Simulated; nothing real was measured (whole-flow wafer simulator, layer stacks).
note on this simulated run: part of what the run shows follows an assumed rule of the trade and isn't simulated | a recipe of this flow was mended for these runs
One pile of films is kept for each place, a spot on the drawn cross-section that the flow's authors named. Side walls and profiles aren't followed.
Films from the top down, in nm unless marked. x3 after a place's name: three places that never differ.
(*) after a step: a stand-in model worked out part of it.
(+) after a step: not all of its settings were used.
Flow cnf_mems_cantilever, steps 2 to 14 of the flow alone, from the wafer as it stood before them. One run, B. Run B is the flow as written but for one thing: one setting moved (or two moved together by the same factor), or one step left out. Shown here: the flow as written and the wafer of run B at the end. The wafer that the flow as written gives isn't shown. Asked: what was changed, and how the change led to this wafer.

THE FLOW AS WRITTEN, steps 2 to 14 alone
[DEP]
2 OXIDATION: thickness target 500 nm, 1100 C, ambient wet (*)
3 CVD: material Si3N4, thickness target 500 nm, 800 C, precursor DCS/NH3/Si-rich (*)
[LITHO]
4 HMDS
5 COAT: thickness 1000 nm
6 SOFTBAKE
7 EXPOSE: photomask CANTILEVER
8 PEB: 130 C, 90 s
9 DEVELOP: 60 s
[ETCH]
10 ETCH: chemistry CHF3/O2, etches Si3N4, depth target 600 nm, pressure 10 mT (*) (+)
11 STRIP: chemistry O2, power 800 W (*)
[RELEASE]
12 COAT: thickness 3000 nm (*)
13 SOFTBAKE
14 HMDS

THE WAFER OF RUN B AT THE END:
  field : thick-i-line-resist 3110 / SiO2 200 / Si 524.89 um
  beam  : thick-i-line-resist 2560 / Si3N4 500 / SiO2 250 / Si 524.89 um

The cause: step 2, OXIDATION: thickness target 250 nm was run, where the flow has thickness target 500 nm.
It can be read off the wafer: beam has SiO2 250, and step 2 as written asks for 500 nm.

How the change led to this, step by step:
  2 OXIDATION: thickness target 500 nm, 1100 C, ambient wet (*)
      field, beam: SiO2 +250 (new film), chemical SiO2 -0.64 (all of it), Si -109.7 (as written it would be: SiO2 +500 (new film), chemical SiO2 -0.64 (all of it), Si -219.7)
